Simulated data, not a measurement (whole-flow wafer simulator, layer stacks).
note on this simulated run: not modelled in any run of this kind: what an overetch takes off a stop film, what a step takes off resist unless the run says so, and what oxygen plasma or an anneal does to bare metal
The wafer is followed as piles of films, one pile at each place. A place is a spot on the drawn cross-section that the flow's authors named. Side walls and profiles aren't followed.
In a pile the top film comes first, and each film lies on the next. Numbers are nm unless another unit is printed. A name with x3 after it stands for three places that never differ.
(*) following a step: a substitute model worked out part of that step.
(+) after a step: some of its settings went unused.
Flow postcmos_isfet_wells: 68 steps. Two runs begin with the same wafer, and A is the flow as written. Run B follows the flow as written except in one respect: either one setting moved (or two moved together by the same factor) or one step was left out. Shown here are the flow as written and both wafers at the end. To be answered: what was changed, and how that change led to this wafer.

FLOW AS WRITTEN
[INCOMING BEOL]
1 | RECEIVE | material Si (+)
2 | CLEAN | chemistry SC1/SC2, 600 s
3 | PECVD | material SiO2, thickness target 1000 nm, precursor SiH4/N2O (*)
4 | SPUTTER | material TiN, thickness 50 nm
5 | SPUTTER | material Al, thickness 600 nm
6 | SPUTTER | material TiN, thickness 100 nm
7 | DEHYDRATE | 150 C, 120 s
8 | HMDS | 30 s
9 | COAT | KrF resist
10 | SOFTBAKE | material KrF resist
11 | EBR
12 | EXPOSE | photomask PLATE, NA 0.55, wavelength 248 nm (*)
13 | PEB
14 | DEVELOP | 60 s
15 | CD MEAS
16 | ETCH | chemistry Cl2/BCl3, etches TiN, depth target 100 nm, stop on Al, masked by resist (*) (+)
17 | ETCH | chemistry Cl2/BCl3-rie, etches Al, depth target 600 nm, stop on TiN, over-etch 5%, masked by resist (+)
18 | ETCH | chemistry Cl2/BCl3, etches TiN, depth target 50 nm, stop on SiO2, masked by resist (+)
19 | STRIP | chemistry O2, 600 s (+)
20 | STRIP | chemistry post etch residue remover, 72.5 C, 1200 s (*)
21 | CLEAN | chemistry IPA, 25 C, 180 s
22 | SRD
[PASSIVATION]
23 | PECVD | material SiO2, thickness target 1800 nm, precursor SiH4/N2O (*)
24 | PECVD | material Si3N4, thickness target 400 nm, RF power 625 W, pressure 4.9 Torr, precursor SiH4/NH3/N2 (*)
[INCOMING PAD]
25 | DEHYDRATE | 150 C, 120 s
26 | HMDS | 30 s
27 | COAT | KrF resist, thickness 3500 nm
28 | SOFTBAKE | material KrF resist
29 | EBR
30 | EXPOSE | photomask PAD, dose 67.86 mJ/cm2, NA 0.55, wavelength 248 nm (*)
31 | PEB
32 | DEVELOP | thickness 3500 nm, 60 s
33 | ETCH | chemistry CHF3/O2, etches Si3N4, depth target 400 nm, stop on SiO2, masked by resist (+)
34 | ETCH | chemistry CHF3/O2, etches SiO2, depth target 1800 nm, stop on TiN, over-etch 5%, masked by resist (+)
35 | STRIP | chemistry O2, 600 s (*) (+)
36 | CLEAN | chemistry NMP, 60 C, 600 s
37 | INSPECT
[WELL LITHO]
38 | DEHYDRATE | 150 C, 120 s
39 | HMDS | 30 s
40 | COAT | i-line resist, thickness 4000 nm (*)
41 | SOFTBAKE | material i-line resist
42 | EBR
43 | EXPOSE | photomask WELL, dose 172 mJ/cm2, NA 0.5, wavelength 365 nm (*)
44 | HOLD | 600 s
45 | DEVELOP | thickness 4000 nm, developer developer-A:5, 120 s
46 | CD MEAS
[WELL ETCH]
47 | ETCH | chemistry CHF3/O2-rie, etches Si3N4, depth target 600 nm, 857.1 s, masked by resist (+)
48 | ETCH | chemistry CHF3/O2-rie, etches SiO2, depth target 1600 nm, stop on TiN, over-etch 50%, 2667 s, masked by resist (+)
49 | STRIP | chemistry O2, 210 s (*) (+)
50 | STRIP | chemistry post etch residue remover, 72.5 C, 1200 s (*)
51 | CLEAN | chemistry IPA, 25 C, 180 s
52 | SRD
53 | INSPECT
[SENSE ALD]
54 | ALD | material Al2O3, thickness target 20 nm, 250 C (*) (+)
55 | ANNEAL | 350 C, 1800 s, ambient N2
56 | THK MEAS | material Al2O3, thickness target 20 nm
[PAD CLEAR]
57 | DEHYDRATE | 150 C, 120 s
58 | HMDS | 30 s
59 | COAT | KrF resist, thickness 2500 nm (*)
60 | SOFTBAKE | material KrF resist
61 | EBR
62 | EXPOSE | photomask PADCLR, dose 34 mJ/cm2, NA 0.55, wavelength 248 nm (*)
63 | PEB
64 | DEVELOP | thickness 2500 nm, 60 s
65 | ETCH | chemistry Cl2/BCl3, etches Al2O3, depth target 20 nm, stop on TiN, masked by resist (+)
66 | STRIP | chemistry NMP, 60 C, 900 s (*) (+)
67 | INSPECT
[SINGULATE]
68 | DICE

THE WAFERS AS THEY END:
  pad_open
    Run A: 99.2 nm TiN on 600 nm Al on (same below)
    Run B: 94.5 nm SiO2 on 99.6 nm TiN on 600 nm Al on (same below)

What caused this: step 33, ETCH: depth target 310 nm was run, while the flow as written has depth target 400 nm.

Step by step, how the change led to this:
  33 | ETCH | chemistry CHF3/O2, etches Si3N4, depth target 400 nm, stop on SiO2, masked by resist (+)
      pad_open: A Si3N4 loses 400 (all of it) | B Si3N4 loses 310
      field, margin, well900, well1300 x3, pad_rim, pad_clr: A KrF resist loses 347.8 | B KrF resist loses 269.6
  34 | ETCH | chemistry CHF3/O2, etches SiO2, depth target 1800 nm, stop on TiN, over-etch 5%, masked by resist (+)
      pad_open: A SiO2 loses 1800 (all of it) | B Si3N4 loses 90 (all of it), SiO2 loses 1705.5
  35 | STRIP | chemistry O2, 600 s (*) (+)
      field, margin, well900, well1300 x3, pad_rim, pad_clr: A KrF resist loses 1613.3 (all of it) | B KrF resist loses 1691.6 (all of it)
  41 | SOFTBAKE | material i-line resist
      pad_clr: A i-line resist loses 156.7 | B i-line resist loses 147.2
      pad_open: A i-line resist gains 115.3 | B i-line resist gains 111.1
